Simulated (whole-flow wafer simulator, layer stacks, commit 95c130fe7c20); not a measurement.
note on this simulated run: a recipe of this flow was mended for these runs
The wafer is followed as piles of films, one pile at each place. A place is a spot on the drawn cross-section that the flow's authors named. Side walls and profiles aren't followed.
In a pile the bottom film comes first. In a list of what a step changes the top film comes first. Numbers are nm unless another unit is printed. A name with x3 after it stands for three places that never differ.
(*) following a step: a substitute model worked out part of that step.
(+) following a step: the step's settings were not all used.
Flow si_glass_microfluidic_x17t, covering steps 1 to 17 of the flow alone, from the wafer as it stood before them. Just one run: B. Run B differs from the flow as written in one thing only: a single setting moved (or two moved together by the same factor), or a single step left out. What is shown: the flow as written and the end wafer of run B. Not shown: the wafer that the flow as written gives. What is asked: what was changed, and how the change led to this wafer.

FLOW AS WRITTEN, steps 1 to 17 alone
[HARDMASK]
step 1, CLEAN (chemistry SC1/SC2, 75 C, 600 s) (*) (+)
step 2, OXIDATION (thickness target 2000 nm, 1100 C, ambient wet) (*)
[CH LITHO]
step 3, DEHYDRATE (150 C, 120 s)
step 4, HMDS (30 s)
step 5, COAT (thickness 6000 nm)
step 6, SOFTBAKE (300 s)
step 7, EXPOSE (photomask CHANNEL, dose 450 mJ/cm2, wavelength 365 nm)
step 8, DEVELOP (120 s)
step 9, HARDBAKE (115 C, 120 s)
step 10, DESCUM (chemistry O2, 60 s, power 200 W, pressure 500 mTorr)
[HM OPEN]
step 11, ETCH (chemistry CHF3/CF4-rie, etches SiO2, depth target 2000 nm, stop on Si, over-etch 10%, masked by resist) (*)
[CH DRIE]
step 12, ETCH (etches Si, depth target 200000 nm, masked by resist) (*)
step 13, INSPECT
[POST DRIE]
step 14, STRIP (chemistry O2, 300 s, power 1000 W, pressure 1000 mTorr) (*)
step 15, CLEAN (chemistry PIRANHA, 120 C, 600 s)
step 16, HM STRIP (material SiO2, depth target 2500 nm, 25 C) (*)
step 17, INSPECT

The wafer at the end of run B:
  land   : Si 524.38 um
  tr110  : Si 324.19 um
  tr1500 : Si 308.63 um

Cause: step 2, OXIDATION: thickness target 1400 nm was run, whereas the flow has thickness target 2000 nm.

Step by step, how the change led to this:
  step 2, OXIDATION (thickness target 2000 nm, 1100 C, ambient wet) (*)
      land, tr110, tr1500, tr15: +1400 SiO2 (new film), -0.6 chemical SiO2 (all of it), -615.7 Si (in the flow as written it would be: +2000 SiO2 (new film), -0.6 chemical SiO2 (all of it), -879.7 Si)
  step 11, ETCH (chemistry CHF3/CF4-rie, etches SiO2, depth target 2000 nm, stop on Si, over-etch 10%, masked by resist) (*)
      tr110, tr1500, tr15: -1400 SiO2 (all of it), -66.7 Si (in the flow as written it would be: -2000 SiO2 (all of it), -16.7 Si)
      land: -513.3 thick-i-line-resist (in the flow as written it would be: -733.3 thick-i-line-resist)
  step 12, ETCH (etches Si, depth target 200000 nm, masked by resist) (*)
      tr1500: -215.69 um Si (in the flow as written it would be: -215.73 um Si)
      tr15: -150.11 um Si (in the flow as written it would be: -149.99 um Si)
  step 14, STRIP (chemistry O2, 300 s, power 1000 W, pressure 1000 mTorr) (*)
      land: -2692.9 thick-i-line-resist (all of it) (in the flow as written it would be: -2472.3 thick-i-line-resist (all of it))
  step 16, HM STRIP (material SiO2, depth target 2500 nm, 25 C) (*)
      land: -1400 SiO2 (all of it) (in the flow as written it would be: -2000 SiO2 (all of it))
